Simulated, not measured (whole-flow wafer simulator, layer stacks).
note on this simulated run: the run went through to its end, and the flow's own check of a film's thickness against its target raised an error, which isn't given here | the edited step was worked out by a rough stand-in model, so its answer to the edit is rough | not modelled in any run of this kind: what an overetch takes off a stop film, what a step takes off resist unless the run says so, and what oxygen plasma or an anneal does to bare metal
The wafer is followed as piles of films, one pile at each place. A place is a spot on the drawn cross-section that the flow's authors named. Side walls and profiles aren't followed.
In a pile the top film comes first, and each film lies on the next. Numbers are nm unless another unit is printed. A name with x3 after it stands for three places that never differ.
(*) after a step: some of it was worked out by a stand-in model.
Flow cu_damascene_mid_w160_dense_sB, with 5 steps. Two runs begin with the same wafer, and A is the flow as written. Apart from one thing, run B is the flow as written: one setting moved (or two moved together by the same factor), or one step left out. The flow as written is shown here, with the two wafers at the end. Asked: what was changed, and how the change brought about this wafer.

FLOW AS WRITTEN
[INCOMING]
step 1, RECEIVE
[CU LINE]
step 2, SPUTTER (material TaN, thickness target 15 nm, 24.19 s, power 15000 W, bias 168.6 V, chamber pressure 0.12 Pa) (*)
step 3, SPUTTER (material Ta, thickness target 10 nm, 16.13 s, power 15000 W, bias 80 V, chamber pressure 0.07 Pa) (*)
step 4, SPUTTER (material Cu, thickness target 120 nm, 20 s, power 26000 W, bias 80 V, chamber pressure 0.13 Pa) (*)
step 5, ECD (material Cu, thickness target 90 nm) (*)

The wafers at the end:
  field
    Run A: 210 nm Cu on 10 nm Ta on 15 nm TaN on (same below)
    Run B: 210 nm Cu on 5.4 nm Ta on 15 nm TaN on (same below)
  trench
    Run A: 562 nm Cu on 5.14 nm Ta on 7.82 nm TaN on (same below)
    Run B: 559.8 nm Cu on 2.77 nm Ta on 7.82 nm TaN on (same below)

Cause: step 3, SPUTTER: thickness target 5.4 nm was run, whereas the flow has thickness target 10 nm; step 3, SPUTTER: 8.678 s was run, where the flow has 16.13 s.
One can read it off the wafer: field has Ta 5.4, and step 3 as written asks for 10 nm.

Step by step, how the change led to this:
  step 3, SPUTTER (material Ta, thickness target 10 nm, 16.13 s, power 15000 W, bias 80 V, chamber pressure 0.07 Pa) (*)
      field: A Ta gains 10 (new film) | B Ta gains 5.4 (new film)
      trench: A Ta gains 5.14 (new film) | B Ta gains 2.77 (new film)
